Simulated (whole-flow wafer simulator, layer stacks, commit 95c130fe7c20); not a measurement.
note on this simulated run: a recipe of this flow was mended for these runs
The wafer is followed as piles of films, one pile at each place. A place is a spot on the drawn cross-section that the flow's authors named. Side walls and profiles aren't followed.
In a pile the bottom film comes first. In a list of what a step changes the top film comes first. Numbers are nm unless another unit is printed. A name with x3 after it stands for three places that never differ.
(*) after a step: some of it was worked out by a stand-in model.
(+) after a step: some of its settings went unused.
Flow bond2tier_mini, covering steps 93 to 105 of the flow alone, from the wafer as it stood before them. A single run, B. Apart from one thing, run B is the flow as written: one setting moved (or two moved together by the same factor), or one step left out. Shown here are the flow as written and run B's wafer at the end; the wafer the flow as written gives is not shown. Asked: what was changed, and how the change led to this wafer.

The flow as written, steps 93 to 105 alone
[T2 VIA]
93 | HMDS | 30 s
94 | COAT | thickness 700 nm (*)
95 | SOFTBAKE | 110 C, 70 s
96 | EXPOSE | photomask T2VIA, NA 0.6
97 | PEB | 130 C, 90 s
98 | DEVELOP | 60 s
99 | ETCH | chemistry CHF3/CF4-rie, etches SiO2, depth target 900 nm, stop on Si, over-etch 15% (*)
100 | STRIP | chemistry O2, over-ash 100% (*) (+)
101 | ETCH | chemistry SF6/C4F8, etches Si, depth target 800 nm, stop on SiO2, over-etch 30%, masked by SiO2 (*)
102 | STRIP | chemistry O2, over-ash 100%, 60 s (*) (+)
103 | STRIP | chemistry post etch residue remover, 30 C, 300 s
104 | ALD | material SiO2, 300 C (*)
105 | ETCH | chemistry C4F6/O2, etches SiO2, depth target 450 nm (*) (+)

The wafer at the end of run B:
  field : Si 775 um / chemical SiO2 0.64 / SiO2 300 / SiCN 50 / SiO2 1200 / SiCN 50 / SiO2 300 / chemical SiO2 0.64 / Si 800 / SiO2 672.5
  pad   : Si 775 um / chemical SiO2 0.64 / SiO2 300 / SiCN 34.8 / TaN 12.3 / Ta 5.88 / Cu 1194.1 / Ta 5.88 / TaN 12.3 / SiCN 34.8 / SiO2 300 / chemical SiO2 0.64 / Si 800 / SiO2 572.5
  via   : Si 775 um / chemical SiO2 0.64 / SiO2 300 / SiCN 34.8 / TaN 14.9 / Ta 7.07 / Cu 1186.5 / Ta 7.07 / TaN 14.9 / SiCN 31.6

The reason: step 105, ETCH: depth target 367.2 nm was run, while the flow as written has depth target 450 nm.

The path from the change to this, step by step:
  105 | ETCH | chemistry C4F6/O2, etches SiO2, depth target 450 nm (*) (+)
      field, pad: SiO2 loses 367.2 (in the flow as written it would be: SiO2 loses 450)
      via: SiO2 loses 348.1 (all of it), SiCN loses 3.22 (in the flow as written it would be: SiO2 loses 348.1 (all of it), SiCN loses 17.2)
